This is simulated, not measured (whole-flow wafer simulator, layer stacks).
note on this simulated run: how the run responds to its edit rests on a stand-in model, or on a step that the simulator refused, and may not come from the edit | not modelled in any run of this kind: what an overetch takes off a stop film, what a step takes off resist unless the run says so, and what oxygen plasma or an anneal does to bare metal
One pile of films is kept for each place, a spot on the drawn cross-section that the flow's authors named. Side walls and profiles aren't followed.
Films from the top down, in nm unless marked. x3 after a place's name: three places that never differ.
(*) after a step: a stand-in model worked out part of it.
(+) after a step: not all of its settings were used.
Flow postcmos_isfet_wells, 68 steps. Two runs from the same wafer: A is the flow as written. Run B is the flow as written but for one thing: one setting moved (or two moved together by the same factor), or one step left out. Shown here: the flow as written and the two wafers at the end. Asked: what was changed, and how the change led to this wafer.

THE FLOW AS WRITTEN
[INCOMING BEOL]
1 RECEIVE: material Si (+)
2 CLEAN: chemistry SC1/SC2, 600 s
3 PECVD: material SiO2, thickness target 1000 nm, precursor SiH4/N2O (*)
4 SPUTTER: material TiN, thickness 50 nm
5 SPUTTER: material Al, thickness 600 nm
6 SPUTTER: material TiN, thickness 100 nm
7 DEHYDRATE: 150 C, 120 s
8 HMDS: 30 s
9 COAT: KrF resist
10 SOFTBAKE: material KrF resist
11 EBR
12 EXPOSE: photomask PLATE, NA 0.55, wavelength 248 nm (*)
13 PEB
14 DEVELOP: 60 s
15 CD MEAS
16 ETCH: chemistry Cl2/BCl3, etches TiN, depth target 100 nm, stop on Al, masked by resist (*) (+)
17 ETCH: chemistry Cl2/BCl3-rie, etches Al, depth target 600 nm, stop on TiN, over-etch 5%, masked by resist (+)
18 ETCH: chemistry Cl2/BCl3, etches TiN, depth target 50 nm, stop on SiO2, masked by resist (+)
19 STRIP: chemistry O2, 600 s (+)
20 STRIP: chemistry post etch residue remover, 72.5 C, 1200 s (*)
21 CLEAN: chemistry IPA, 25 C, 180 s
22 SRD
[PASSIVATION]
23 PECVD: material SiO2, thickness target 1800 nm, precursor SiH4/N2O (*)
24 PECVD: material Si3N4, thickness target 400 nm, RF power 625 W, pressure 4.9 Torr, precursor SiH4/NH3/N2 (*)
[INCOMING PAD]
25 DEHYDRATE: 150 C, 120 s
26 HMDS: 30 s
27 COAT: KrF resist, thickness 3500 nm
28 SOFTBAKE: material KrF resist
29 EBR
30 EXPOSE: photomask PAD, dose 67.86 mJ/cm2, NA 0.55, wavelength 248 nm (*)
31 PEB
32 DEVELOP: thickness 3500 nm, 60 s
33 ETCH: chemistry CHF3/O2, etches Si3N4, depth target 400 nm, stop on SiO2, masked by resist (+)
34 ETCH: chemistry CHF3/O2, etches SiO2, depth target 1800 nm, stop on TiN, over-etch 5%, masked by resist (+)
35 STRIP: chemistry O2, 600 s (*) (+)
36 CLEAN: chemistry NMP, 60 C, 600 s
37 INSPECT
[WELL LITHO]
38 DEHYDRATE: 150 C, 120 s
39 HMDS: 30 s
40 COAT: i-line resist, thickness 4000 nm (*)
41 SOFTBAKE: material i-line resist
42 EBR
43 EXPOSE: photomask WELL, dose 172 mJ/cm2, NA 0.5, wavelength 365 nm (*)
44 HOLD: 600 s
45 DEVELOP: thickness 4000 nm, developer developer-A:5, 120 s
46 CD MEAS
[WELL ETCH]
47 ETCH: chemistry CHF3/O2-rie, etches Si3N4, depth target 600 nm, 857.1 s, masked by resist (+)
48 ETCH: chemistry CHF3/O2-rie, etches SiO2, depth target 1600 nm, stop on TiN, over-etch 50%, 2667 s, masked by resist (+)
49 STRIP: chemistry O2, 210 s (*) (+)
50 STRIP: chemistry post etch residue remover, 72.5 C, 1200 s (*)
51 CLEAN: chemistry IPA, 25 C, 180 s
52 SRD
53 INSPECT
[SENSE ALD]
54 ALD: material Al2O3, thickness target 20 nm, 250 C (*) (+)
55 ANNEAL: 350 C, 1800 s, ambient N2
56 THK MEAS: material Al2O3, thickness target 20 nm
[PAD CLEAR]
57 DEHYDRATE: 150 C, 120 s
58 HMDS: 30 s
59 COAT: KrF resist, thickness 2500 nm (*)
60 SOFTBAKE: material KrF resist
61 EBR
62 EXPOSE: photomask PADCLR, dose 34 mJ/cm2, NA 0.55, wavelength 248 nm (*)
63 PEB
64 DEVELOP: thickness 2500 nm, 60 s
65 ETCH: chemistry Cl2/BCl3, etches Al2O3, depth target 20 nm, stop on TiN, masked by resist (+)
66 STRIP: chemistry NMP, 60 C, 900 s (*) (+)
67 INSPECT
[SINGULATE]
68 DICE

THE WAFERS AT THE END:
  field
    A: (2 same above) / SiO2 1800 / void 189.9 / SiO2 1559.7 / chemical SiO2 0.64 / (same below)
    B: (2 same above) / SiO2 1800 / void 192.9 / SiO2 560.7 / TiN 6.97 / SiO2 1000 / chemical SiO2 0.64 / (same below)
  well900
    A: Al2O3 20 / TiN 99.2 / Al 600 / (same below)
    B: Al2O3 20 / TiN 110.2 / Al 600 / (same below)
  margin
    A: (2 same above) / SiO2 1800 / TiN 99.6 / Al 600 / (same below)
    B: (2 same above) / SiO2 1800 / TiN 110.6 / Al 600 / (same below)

The cause: step 6, SPUTTER: thickness 111 nm was run, where the flow has thickness 100 nm.

How the change led to this, step by step:
  6 SPUTTER: material TiN, thickness 100 nm
      field, margin, well900, well1300 x3, pad_rim, pad_clr, pad_open: A TiN +100 (new film) | B TiN +111 (new film)
  16 ETCH: chemistry Cl2/BCl3, etches TiN, depth target 100 nm, stop on Al, masked by resist (*) (+)
      field: A TiN -100 (all of it) | B TiN -100
  17 ETCH: chemistry Cl2/BCl3-rie, etches Al, depth target 600 nm, stop on TiN, over-etch 5%, masked by resist (+)
      field: A Al -600 (all of it) | B TiN -11 (all of it), Al -582.4
  18 ETCH: chemistry Cl2/BCl3, etches TiN, depth target 50 nm, stop on SiO2, masked by resist (+)
      field: A TiN -50 (all of it) | B Al -17.6 (all of it), TiN -42.6
  23 PECVD: material SiO2, thickness target 1800 nm, precursor SiH4/N2O (*)
      field: A SiO2 +1800 (new film), void +189.9 (new film), SiO2 +559.7 | B SiO2 +1800 (new film), void +192.9 (new film), SiO2 +560.7 (new film)
Counting metal films that touch as one body, field has 1 body; the flow as written gives 0 bodies.
